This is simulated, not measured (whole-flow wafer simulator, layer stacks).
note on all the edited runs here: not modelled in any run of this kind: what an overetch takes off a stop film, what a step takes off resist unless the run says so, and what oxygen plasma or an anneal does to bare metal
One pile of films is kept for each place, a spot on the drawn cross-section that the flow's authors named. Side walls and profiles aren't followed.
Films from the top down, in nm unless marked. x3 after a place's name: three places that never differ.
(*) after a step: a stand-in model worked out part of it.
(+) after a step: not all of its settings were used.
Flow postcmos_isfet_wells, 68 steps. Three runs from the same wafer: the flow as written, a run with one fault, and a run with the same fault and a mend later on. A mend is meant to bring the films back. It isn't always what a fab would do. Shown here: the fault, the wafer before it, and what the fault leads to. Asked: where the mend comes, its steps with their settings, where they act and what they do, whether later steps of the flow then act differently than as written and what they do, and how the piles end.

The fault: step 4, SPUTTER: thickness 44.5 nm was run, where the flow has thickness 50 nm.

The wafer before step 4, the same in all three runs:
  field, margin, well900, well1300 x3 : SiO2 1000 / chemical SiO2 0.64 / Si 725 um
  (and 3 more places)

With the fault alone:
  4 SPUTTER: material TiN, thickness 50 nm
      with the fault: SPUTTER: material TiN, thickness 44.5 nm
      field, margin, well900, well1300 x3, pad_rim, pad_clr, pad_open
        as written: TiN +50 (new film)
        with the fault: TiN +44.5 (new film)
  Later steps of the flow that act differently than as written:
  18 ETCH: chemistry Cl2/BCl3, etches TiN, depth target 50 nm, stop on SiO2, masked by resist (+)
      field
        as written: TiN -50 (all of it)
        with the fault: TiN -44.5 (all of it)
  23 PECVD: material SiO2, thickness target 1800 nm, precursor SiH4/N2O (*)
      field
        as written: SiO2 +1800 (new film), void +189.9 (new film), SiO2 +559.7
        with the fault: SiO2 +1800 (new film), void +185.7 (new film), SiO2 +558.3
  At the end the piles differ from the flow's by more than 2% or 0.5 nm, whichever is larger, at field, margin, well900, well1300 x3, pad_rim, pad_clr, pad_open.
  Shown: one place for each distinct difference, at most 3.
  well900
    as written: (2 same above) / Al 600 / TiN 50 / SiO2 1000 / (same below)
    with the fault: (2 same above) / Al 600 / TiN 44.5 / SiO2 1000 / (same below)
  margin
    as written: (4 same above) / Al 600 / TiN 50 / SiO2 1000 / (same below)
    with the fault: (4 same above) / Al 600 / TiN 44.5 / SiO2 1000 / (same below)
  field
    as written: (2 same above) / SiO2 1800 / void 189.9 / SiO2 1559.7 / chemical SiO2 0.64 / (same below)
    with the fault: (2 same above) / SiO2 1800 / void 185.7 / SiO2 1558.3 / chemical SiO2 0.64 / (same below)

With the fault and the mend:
  The mend comes after step 4.
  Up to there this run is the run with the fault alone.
  4a SPUTTER: material TiN, thickness 5.5 nm (the flow's step 4 once more, with other settings)
      field, margin, well900, well1300 x3, pad_rim, pad_clr, pad_open
        TiN +5.5
  No later step of the flow acts differently than as written at any place that is followed.
  At the end the piles are the same as the flow's at every place that both follow.
